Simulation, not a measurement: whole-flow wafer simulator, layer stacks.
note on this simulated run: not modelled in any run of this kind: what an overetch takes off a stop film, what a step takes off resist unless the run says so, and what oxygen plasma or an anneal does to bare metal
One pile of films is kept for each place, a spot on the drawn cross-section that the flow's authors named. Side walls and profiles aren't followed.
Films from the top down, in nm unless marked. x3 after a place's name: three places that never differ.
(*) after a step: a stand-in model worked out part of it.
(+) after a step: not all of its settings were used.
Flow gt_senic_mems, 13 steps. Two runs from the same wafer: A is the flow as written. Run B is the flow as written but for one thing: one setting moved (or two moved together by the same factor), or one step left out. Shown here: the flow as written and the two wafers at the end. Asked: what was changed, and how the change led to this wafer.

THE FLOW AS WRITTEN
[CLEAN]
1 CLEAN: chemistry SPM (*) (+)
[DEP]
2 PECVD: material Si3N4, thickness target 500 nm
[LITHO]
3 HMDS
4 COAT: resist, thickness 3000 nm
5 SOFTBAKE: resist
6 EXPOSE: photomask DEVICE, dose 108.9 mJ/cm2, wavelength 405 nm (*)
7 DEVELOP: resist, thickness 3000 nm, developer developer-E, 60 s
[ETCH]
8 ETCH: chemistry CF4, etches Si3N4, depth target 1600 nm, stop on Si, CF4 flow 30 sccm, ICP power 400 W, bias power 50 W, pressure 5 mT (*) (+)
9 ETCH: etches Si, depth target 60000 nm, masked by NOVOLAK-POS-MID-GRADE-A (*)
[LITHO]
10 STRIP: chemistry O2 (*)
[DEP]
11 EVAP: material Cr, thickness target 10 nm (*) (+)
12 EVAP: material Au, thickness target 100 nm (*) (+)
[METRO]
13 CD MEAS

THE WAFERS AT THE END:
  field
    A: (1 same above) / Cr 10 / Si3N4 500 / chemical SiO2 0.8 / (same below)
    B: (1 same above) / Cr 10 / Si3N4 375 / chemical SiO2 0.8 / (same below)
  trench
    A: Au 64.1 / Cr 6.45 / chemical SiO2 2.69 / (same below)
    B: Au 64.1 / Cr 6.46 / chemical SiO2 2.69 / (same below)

The cause: step 2, PECVD: thickness target 375 nm was run, where the flow has thickness target 500 nm.
It can be read off the wafer: field has Si3N4 375, and step 2 as written asks for 500 nm.

How the change led to this, step by step:
  2 PECVD: material Si3N4, thickness target 500 nm
      field, trench: A Si3N4 +500 (new film) | B Si3N4 +375 (new film)
  8 ETCH: chemistry CF4, etches Si3N4, depth target 1600 nm, stop on Si, CF4 flow 30 sccm, ICP power 400 W, bias power 50 W, pressure 5 mT (*) (+)
      field: A resist -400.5 | B resist -317.2
      trench: A Si3N4 -500 (all of it), chemical SiO2 -0.8 (all of it) | B Si3N4 -375 (all of it), chemical SiO2 -0.8 (all of it)
  10 STRIP: chemistry O2 (*)
      field: A resist -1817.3 (all of it) | B resist -1900.6 (all of it)
